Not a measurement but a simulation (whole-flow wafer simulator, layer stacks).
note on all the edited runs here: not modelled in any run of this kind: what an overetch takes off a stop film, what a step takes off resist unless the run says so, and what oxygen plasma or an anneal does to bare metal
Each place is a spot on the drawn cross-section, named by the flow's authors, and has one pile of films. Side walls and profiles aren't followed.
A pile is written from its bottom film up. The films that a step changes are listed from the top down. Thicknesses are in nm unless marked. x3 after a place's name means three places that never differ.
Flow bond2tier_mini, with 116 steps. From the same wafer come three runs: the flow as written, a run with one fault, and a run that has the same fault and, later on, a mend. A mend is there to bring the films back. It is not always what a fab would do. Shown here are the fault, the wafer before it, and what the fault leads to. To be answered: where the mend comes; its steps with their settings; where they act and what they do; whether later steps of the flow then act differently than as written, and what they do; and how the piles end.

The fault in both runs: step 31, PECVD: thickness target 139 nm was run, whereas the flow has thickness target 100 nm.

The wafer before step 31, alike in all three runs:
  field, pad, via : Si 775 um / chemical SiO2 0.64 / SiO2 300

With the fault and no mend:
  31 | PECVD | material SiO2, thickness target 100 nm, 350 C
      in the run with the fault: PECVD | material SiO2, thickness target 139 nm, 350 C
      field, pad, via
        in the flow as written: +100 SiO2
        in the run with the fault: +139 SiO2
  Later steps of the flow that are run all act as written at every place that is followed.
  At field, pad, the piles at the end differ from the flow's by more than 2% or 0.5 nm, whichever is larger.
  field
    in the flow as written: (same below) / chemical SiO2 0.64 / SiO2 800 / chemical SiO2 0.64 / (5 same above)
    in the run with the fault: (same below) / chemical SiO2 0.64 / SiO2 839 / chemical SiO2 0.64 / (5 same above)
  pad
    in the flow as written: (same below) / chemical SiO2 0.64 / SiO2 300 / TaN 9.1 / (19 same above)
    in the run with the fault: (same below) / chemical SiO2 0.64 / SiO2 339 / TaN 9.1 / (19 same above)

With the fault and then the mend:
  After step 31 comes the mend.
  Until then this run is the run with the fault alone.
  31a | ETCH | chemistry CHF3/CF4-rie, etches SiO2, depth target 39 nm (the flow's step 9 again, with other settings)
      field, pad, via
        -39 SiO2
  Later steps of the flow that are run all act as written at every place that is followed.
  By the end, the piles equal the flow's at every place that both follow.
